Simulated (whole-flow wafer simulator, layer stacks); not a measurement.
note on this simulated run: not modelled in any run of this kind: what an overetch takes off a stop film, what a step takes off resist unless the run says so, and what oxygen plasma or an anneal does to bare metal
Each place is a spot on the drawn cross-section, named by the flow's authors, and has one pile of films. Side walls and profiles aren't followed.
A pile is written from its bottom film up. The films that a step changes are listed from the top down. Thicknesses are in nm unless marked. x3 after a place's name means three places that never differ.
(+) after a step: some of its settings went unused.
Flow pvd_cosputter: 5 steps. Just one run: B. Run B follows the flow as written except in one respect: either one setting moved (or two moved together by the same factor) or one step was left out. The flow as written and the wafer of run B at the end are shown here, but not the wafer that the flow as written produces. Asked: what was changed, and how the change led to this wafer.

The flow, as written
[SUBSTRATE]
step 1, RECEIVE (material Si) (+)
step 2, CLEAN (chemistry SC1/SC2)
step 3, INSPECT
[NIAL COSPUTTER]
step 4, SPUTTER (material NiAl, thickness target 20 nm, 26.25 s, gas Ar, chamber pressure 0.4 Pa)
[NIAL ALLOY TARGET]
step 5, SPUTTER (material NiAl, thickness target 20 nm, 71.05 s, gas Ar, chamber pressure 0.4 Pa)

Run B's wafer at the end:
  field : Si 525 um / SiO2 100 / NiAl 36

The reason: step 5, SPUTTER: thickness target 16 nm was run, while the flow as written has thickness target 20 nm.

How this came from the change, step by step:
  step 5, SPUTTER (material NiAl, thickness target 20 nm, 71.05 s, gas Ar, chamber pressure 0.4 Pa)
      field: NiAl gains 16 (as written it would have been: NiAl gains 20)
